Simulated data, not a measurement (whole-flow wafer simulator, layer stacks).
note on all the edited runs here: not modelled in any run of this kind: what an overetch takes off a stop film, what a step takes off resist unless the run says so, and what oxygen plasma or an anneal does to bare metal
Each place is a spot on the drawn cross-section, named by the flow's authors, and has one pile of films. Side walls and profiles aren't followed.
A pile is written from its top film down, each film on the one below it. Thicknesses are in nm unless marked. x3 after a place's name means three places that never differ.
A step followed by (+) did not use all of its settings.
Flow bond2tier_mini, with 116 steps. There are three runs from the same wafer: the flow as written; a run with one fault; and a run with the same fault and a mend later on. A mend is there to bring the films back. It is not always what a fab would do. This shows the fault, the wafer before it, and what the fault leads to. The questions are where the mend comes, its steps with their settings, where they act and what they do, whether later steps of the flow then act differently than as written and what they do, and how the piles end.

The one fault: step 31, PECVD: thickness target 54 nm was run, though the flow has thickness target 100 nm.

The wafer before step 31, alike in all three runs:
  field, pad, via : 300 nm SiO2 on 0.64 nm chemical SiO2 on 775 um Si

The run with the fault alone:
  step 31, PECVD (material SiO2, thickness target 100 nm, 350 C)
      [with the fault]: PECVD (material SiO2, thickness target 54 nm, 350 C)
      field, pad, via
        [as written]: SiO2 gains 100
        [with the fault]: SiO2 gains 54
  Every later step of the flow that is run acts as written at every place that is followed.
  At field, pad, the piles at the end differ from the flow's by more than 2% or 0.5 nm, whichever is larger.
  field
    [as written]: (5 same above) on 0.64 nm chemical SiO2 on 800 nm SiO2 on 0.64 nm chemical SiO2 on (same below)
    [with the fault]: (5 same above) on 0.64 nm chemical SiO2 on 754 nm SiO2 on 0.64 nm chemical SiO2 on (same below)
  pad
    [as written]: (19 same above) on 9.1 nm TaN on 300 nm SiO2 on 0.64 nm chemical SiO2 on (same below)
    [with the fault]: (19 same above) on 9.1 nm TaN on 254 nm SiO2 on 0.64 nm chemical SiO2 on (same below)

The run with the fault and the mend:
  After step 36 comes the mend.
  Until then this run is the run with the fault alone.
  step 36a, STRIP (chemistry O2, over-ash 100%) (+)
      field
        KrF resist loses 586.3 (all of it)
  step 36b, PECVD (material SiO2, thickness target 46 nm, 350 C) (the flow's step 31, run once more with other settings)
      field, pad, via
        SiO2 gains 46
  step 36c, COAT (KrF resist, thickness 600 nm) (the flow's step 32, run once more)
      field, pad, via
        KrF resist gains 600 (new film)
  step 36d, SOFTBAKE (KrF resist) (the flow's step 33, run once more)
      leaves every film unchanged at each place that is followed
  step 36e, EXPOSE (photomask APAD, NA 0.6) (the flow's step 34, run once more)
      leaves every film unchanged at each place that is followed
  step 36f, PEB (KrF resist) (the flow's step 35, run once more)
      leaves every film unchanged at each place that is followed
  step 36g, DEVELOP (developer TMAH-0.26N, 60 s) (the flow's step 36, run once more)
      pad, via
        KrF resist loses 600 (all of it)
      field
        KrF resist loses 13.7
  Every later step of the flow that is run acts as written at every place that is followed.
  The piles end the same as the flow's at every place that both follow.
